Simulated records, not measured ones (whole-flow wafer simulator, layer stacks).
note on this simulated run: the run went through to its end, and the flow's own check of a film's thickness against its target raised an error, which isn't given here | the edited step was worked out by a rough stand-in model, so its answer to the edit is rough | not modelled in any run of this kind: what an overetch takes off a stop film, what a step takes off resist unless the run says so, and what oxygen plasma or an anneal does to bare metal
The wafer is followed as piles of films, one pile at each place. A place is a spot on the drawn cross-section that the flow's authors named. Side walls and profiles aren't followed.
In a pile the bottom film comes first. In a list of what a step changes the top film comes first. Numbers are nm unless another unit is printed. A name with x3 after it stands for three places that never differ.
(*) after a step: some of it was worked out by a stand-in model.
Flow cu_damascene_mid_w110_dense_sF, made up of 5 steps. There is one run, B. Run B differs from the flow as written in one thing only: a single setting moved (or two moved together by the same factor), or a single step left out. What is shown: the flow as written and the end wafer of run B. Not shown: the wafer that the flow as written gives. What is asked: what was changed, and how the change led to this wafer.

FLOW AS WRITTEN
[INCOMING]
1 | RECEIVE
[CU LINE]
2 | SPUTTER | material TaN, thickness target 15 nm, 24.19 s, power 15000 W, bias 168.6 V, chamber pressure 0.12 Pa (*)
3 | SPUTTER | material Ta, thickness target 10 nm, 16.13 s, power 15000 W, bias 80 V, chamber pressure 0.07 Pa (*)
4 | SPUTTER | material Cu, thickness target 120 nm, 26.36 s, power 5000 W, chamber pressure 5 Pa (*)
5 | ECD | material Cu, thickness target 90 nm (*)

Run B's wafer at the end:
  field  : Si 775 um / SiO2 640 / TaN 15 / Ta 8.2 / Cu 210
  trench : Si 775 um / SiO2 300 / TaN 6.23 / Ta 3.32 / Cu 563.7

Cause: step 3, SPUTTER: thickness target 8.2 nm was run, whereas the flow has thickness target 10 nm; step 3, SPUTTER: 13.31 s was run, where the flow has 16.13 s.
One can read it off the wafer: field has Ta 8.2, and step 3 as written asks for 10 nm.

How this came from the change, step by step:
  3 | SPUTTER | material Ta, thickness target 10 nm, 16.13 s, power 15000 W, bias 80 V, chamber pressure 0.07 Pa (*)
      field: Ta gains 8.2 (new film) (it would be, as written: Ta gains 10 (new film))
      trench: Ta gains 3.32 (new film) (it would be, as written: Ta gains 4.05 (new film))
